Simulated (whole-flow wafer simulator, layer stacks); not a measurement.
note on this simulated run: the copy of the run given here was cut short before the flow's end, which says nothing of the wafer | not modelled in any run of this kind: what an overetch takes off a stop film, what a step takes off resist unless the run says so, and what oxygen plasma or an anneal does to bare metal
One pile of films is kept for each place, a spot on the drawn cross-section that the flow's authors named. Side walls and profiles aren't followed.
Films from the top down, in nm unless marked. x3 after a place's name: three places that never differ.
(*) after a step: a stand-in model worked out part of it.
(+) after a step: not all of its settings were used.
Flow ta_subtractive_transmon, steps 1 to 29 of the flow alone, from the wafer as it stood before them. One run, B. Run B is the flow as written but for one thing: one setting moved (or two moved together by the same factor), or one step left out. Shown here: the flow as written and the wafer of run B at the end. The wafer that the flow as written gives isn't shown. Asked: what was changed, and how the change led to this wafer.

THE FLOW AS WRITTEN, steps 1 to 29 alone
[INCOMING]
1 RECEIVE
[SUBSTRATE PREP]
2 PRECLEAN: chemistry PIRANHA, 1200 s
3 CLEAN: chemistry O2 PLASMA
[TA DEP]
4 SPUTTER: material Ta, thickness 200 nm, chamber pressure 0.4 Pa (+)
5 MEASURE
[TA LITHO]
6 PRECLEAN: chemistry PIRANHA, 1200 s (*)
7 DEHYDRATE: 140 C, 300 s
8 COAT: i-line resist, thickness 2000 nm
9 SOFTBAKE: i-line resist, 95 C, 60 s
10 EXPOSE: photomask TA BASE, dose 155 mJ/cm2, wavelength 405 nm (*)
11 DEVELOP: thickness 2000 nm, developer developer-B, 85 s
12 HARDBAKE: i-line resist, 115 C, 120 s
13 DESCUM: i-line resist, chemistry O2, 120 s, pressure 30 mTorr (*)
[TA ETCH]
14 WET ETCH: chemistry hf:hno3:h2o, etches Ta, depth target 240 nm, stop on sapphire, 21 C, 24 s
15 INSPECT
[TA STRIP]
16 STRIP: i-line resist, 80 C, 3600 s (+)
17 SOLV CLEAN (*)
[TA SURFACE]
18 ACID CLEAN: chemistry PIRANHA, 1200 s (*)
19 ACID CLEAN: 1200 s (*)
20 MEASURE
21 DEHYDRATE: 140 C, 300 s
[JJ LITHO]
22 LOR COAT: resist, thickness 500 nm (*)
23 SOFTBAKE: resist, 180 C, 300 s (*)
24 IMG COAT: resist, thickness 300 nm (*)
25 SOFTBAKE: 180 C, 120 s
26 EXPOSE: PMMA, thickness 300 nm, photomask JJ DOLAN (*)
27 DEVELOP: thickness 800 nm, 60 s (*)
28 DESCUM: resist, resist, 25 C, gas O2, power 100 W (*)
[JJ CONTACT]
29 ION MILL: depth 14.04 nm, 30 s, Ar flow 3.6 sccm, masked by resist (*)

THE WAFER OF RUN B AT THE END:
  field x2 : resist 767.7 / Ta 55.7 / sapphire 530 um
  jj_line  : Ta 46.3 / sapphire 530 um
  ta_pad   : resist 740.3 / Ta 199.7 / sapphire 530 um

The cause: step 14, WET ETCH: depth target 144 nm was run, where the flow has depth target 240 nm; step 14, WET ETCH: 14.4 s was run, where the flow has 24 s.

How the change led to this, step by step:
  14 WET ETCH: chemistry hf:hno3:h2o, etches Ta, depth target 240 nm, stop on sapphire, 21 C, 24 s
      field x2, jj_line, lead: Ta -144 (as written it would be: Ta -200 (all of it))
  22 LOR COAT: resist, thickness 500 nm (*)
      lead: resist +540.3 (new film) (as written it would be: resist +554.8 (new film))
      ta_contact: resist +458.4 (new film) (as written it would be: resist +443.8 (new film))
  27 DEVELOP: thickness 800 nm, 60 s (*)
      lead: resist -849.4 (all of it) (as written it would be: resist -867.4 (all of it))
      ta_contact: resist -749.5 (all of it) (as written it would be: resist -731.2 (all of it))
  29 ION MILL: depth 14.04 nm, 30 s, Ar flow 3.6 sccm, masked by resist (*)
      jj_line, lead: Ta -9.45 (as written it would be: sapphire -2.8)
Counting metal films that touch as one body, field x2 has 1 body; the flow as written gives 0 bodies.
Counting metal films that touch as one body, jj_line has 1 body; the flow as written gives 0 bodies.
